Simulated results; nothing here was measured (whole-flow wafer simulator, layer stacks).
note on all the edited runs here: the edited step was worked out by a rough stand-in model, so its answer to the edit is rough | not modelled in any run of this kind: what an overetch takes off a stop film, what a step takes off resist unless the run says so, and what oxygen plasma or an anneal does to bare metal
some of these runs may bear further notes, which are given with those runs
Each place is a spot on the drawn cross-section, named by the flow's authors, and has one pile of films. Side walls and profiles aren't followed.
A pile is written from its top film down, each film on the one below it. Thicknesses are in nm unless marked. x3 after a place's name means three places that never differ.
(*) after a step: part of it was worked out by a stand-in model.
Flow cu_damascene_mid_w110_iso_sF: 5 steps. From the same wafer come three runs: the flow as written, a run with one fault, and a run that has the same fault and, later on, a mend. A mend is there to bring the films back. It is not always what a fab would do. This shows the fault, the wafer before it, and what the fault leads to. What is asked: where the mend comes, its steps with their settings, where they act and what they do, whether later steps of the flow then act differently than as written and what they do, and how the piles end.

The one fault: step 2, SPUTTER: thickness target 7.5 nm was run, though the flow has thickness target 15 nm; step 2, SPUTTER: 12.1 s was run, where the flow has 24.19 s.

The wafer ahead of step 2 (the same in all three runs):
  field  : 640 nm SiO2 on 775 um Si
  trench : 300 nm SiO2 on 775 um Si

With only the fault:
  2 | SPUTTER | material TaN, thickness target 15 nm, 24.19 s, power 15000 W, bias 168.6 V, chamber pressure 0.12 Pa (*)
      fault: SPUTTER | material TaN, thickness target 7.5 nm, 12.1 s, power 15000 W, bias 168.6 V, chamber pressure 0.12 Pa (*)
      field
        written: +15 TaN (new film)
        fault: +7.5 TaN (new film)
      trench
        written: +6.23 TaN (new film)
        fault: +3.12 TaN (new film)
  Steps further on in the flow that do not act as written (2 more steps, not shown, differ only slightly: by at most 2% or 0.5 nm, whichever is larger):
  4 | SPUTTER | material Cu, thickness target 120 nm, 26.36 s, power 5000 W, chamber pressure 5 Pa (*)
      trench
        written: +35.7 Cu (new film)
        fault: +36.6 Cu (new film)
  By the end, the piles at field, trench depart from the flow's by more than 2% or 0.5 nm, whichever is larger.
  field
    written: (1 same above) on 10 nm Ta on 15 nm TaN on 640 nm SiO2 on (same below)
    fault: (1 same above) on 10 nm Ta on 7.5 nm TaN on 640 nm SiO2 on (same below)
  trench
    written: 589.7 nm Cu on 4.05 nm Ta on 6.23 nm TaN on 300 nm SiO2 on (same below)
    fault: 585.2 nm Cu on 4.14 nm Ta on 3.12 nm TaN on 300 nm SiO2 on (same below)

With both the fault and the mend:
  The mend follows step 2.
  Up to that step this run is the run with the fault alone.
  2a | SPUTTER | material TaN, thickness target 7.5 nm, 12.1 s, power 15000 W, bias 168.6 V, chamber pressure 0.12 Pa (*) (the flow's step 2, run once more with other settings)
      field
        +7.5 TaN
      trench
        +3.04 TaN
  Every later step of the flow that is run acts as written, at every place that is followed, to within 2% or 0.5 nm, whichever is larger.
  At the end the piles are close to the flow's at the places that both follow, differing by at most 2% or 0.5 nm, whichever is larger.
